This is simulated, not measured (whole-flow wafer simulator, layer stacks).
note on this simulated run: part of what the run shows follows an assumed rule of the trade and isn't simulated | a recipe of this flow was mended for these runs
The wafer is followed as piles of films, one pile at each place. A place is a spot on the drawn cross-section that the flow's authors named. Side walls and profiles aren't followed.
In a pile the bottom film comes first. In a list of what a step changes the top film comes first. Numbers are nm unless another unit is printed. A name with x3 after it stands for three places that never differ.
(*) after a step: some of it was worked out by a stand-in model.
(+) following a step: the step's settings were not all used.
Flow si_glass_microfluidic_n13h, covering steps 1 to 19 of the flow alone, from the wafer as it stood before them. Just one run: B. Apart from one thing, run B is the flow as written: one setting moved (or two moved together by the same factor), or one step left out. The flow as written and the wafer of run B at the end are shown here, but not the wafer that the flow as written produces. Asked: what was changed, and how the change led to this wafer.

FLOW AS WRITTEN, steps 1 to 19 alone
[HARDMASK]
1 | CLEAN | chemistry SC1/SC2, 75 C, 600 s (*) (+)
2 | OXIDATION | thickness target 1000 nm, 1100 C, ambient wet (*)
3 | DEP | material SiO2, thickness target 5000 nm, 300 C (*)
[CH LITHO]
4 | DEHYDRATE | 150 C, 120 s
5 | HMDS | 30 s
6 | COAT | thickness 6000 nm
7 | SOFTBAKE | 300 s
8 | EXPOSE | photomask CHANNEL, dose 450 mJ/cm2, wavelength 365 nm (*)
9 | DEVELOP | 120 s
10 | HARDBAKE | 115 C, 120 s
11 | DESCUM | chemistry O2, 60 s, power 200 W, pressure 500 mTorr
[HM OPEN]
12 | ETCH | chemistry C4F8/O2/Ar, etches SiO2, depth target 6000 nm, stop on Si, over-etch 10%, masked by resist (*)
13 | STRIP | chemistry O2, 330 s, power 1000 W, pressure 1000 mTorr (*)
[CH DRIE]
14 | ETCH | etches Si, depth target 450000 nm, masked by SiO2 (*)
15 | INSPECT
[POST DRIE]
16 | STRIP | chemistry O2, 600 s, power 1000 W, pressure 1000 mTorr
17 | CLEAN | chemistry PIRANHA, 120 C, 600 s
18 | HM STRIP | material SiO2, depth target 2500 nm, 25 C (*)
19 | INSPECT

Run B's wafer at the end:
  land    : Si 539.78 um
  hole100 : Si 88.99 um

Cause: step 2, OXIDATION: thickness target 500 nm was run, though the flow has thickness target 1000 nm.

Step by step, how the change led to this:
  2 | OXIDATION | thickness target 1000 nm, 1100 C, ambient wet (*)
      land, hole100: +500 SiO2 (new film), -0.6 chemical SiO2 (all of it), -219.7 Si (as written it would have been: +1000 SiO2 (new film), -0.6 chemical SiO2 (all of it), -439.7 Si)
  12 | ETCH | chemistry C4F8/O2/Ar, etches SiO2, depth target 6000 nm, stop on Si, over-etch 10%, masked by resist (*)
      land: -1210 thick-i-line-resist (as written it would have been: -1320 thick-i-line-resist)
      hole100: -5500 SiO2 (all of it), -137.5 Si (as written it would have been: -6000 SiO2 (all of it), -75 Si)
  13 | STRIP | chemistry O2, 330 s, power 1000 W, pressure 1000 mTorr (*)
      land: -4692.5 thick-i-line-resist (all of it) (as written it would have been: -4582.5 thick-i-line-resist (all of it))
  18 | HM STRIP | material SiO2, depth target 2500 nm, 25 C (*)
      land: -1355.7 SiO2 (all of it) (as written it would have been: -1854.4 SiO2 (all of it))
